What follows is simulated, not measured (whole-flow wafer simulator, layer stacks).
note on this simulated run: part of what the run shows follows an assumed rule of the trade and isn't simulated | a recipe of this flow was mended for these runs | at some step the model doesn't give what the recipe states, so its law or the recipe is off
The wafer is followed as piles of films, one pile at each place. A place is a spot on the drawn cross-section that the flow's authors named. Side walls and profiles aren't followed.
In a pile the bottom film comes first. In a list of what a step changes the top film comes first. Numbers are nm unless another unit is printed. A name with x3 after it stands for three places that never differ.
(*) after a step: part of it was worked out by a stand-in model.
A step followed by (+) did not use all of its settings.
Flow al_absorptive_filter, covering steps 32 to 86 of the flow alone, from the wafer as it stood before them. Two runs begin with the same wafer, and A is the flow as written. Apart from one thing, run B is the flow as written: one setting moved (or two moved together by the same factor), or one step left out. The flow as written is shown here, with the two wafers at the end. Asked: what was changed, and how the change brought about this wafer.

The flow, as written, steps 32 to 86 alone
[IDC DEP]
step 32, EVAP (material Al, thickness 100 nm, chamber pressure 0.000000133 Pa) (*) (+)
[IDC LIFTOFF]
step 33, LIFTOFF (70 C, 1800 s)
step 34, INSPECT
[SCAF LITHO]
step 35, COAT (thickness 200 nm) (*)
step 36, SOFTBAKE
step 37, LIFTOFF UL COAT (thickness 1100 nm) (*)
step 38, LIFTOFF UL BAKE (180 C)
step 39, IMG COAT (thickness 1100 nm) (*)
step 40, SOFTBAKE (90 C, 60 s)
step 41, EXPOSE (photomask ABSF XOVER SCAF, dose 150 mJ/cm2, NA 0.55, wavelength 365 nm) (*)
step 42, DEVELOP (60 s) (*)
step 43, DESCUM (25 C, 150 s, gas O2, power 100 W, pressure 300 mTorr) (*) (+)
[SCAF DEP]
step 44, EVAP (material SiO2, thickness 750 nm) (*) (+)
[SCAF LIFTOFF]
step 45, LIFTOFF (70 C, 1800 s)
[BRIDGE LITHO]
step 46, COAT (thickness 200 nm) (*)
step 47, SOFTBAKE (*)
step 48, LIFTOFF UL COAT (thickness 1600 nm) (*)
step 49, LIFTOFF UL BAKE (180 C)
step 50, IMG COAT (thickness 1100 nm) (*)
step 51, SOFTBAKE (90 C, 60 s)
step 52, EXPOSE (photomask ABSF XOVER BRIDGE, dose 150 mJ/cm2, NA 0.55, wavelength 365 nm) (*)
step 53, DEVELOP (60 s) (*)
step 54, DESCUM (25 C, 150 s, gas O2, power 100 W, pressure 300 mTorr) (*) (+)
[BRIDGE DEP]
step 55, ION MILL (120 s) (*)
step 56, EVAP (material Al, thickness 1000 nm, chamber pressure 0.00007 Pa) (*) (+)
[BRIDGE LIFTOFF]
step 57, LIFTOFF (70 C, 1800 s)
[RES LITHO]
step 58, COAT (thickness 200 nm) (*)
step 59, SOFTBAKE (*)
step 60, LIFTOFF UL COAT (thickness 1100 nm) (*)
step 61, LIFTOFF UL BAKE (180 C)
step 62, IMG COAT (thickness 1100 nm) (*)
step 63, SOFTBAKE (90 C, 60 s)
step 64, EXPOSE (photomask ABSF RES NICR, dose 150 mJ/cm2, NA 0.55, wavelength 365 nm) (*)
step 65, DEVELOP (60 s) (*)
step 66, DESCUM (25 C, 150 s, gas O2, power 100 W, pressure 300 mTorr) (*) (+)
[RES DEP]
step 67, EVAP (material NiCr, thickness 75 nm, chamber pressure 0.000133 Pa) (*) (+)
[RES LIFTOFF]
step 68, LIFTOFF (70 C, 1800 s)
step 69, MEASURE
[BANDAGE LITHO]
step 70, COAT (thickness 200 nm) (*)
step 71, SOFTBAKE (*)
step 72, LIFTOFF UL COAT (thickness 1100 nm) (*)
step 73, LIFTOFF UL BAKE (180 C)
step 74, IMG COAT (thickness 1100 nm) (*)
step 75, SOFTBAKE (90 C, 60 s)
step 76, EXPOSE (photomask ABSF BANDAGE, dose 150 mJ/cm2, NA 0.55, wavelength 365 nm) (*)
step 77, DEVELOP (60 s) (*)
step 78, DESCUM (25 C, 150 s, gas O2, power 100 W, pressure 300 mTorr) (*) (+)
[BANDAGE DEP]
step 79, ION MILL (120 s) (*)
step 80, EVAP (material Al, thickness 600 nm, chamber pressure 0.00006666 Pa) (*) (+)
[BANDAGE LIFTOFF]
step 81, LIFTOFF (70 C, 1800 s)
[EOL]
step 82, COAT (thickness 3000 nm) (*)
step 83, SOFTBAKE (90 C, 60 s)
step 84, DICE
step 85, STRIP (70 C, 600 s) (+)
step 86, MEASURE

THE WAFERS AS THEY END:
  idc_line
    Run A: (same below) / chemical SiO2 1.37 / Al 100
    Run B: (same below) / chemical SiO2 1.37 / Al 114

Cause: step 32, EVAP: thickness 114 nm was run, whereas the flow has thickness 100 nm.
The wafer itself shows it: idc_line has Al 114, and step 32 as written asks for 100 nm.

How this came from the change, step by step:
  step 32, EVAP (material Al, thickness 100 nm, chamber pressure 0.000000133 Pa) (*) (+)
      gnd, pad_far, pad_near and 11 more: A +100 Al (new film) | B +114 Al (new film)
  step 33, LIFTOFF (70 C, 1800 s)
      gnd, xa_field, xa_margin, xa_strip, xl_land, idc_field, idc_space: A -100 Al (all of it), -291 e-beam-resist (all of it) | B -114 Al (all of it), -291 e-beam-resist (all of it)
      pad_far: A -100 Al (all of it), -287 e-beam-resist (all of it) | B -114 Al (all of it), -287 e-beam-resist (all of it)
      (and at 5 other places as well)
  step 35, COAT (thickness 200 nm) (*)
      idc_line: A +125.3 acrylic-e-beam-resist (new film) | B +115.9 acrylic-e-beam-resist (new film)
      idc_space: A +228.2 acrylic-e-beam-resist (new film) | B +233.3 acrylic-e-beam-resist (new film)
  step 45, LIFTOFF (70 C, 1800 s)
      idc_line: A -750 SiO2 (all of it), -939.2 i-line-resist (all of it), -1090 lift-off-underlayer (all of it), -125.3 acrylic-e-beam-resist (all of it) | B -750 SiO2 (all of it), -939.1 i-line-resist (all of it), -1087.9 lift-off-underlayer (all of it), -115.9 acrylic-e-beam-resist (all of it)
      idc_space: A -750 SiO2 (all of it), -939.1 i-line-resist (all of it), -1087.8 lift-off-underlayer (all of it), -228.2 acrylic-e-beam-resist (all of it) | B -750 SiO2 (all of it), -939.1 i-line-resist (all of it), -1085.2 lift-off-underlayer (all of it), -233.3 acrylic-e-beam-resist (all of it)
  step 46, COAT (thickness 200 nm) (*)
      idc_line: A +129.8 acrylic-e-beam-resist (new film) | B +121.4 acrylic-e-beam-resist (new film)
      idc_space: A +229.8 acrylic-e-beam-resist (new film) | B +235.2 acrylic-e-beam-resist (new film)
  step 57, LIFTOFF (70 C, 1800 s)
      idc_line: A -1000 Al (all of it), -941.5 i-line-resist (all of it), -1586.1 lift-off-underlayer (all of it), -129.8 acrylic-e-beam-resist (all of it) | B -1000 Al (all of it), -941.5 i-line-resist (all of it), -1583.1 lift-off-underlayer (all of it), -121.4 acrylic-e-beam-resist (all of it)
      idc_space: A -1000 Al (all of it), -941.5 i-line-resist (all of it), -1586.9 lift-off-underlayer (all of it), -229.8 acrylic-e-beam-resist (all of it) | B -1000 Al (all of it), -941.5 i-line-resist (all of it), -1584.1 lift-off-underlayer (all of it), -235.2 acrylic-e-beam-resist (all of it)
  step 58, COAT (thickness 200 nm) (*)
      idc_line: A +129.8 acrylic-e-beam-resist (new film) | B +121.4 acrylic-e-beam-resist (new film)
      idc_space: A +229.8 acrylic-e-beam-resist (new film) | B +235.2 acrylic-e-beam-resist (new film)
  step 68, LIFTOFF (70 C, 1800 s)
      idc_line: A -75 NiCr (all of it), -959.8 i-line-resist (all of it), -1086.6 lift-off-underlayer (all of it), -129.8 acrylic-e-beam-resist (all of it) | B -75 NiCr (all of it), -959.8 i-line-resist (all of it), -1083.7 lift-off-underlayer (all of it), -121.4 acrylic-e-beam-resist (all of it)
      idc_space: A -75 NiCr (all of it), -959.8 i-line-resist (all of it), -1087.4 lift-off-underlayer (all of it), -229.8 acrylic-e-beam-resist (all of it) | B -75 NiCr (all of it), -959.7 i-line-resist (all of it), -1084.7 lift-off-underlayer (all of it), -235.2 acrylic-e-beam-resist (all of it)
  step 70, COAT (thickness 200 nm) (*)
      idc_line: A +129.8 acrylic-e-beam-resist (new film) | B +121.4 acrylic-e-beam-resist (new film)
      idc_space: A +229.8 acrylic-e-beam-resist (new film) | B +235.2 acrylic-e-beam-resist (new film)
  step 81, LIFTOFF (70 C, 1800 s)
      idc_line: A -600 Al (all of it), -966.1 i-line-resist (all of it), -1086.6 lift-off-underlayer (all of it), -129.8 acrylic-e-beam-resist (all of it) | B -600 Al (all of it), -966.1 i-line-resist (all of it), -1083.7 lift-off-underlayer (all of it), -121.4 acrylic-e-beam-resist (all of it)
      idc_space: A -600 Al (all of it), -966.1 i-line-resist (all of it), -1087.4 lift-off-underlayer (all of it), -229.8 acrylic-e-beam-resist (all of it) | B -600 Al (all of it), -966 i-line-resist (all of it), -1084.7 lift-off-underlayer (all of it), -235.2 acrylic-e-beam-resist (all of it)
